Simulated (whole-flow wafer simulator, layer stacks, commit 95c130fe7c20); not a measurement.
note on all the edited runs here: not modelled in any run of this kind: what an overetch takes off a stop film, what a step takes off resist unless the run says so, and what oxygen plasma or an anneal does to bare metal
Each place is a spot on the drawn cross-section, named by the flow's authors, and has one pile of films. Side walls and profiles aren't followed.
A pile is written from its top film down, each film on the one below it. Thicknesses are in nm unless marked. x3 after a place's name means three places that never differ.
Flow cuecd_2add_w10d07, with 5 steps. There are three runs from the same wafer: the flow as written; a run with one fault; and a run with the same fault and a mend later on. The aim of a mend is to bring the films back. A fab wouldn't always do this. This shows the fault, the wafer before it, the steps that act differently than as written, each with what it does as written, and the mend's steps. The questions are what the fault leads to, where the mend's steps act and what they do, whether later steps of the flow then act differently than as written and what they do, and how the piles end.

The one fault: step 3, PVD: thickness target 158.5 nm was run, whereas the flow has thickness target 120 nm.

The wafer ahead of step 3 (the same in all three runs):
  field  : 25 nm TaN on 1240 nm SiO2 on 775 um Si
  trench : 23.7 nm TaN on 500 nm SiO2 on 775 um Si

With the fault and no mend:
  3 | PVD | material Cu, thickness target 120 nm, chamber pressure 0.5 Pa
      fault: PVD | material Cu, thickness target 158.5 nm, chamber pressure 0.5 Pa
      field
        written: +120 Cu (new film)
        fault: +158.5 Cu (new film)
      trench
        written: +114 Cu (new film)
        fault: +150.7 Cu (new film)
  Every later step of the flow that is run acts as written at every place that is followed.
  The piles end different from the flow's at field, trench by more than 2% or 0.5 nm, whichever is larger.
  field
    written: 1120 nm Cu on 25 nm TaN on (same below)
    fault: 1158.5 nm Cu on 25 nm TaN on (same below)
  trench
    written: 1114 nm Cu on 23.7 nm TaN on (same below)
    fault: 1150.7 nm Cu on 23.7 nm TaN on (same below)

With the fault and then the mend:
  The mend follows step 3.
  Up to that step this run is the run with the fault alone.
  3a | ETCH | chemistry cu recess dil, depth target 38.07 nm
      field, trench
        -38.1 Cu
  Every later step of the flow that is run acts as written at every place that is followed.
  When the end is reached, the piles differ only a little from the flow's at the places that both follow, at most by 2% or 0.5 nm, whichever is larger.
